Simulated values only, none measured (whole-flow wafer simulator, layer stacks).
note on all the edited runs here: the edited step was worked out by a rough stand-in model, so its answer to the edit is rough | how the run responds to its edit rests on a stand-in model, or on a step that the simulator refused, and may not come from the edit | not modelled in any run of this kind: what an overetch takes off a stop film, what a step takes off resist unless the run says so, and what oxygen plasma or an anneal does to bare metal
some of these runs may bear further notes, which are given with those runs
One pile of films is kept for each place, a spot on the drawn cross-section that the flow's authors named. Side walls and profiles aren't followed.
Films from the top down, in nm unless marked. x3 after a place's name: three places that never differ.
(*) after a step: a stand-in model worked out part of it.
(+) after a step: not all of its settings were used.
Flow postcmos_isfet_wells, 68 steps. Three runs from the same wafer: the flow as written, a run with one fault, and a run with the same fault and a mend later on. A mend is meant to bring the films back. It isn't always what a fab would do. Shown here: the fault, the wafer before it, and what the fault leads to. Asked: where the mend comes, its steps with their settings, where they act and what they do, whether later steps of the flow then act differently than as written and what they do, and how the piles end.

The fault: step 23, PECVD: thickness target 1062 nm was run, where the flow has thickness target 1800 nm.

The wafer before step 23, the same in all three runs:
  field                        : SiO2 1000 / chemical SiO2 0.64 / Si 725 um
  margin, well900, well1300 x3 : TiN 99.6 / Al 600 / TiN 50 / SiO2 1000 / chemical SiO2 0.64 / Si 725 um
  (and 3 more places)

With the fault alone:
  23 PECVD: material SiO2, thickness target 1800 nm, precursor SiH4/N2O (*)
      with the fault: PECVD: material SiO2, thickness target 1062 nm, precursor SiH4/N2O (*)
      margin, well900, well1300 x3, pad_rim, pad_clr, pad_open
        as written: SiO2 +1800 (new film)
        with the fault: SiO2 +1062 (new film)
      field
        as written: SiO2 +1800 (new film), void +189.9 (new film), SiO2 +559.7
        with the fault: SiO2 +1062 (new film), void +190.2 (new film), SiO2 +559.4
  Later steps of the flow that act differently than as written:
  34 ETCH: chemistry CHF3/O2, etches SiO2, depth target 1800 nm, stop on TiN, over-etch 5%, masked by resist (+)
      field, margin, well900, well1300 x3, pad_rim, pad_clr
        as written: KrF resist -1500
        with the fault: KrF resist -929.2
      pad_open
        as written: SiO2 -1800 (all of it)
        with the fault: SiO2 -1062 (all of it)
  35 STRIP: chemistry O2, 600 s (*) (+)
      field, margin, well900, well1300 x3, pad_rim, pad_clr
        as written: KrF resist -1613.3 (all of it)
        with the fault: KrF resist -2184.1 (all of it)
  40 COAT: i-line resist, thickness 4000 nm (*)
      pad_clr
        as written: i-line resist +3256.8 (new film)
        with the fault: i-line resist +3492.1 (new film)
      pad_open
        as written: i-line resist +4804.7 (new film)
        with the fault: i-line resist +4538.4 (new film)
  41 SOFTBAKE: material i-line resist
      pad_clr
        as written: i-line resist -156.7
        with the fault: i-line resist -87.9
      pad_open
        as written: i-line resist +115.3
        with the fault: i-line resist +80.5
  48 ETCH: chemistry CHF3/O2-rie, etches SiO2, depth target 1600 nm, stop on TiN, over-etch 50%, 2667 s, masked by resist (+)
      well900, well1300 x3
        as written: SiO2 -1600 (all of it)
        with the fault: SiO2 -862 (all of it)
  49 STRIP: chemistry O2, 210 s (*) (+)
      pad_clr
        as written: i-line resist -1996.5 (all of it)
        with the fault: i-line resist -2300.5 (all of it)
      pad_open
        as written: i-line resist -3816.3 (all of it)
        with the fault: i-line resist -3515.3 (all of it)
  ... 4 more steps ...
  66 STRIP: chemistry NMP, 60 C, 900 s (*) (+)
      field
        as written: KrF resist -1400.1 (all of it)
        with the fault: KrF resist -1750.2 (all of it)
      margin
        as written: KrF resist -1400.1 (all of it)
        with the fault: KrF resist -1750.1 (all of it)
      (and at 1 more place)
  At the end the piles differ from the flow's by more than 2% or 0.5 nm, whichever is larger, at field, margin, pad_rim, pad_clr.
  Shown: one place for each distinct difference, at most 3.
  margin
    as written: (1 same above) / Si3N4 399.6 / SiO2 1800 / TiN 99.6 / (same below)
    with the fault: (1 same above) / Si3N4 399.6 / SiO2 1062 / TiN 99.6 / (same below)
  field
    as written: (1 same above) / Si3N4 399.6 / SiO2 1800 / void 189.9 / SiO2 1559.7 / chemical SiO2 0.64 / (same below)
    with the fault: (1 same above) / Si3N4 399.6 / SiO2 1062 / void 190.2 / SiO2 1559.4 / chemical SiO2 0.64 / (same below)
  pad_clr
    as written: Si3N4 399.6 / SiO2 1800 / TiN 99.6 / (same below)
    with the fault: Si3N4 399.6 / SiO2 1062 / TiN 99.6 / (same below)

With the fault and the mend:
  The mend comes after step 23.
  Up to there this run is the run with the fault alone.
  23a PECVD: material SiO2, thickness target 738 nm, precursor SiH4/N2O (*) (the flow's step 23 once more, with other settings)
      field, margin, well900, well1300 x3, pad_rim, pad_clr, pad_open
        SiO2 +738
  No later step of the flow acts differently than as written at any place that is followed.
  At the end the piles differ from the flow's only slightly at the places that both follow, by at most 2% or 0.5 nm, whichever is larger.
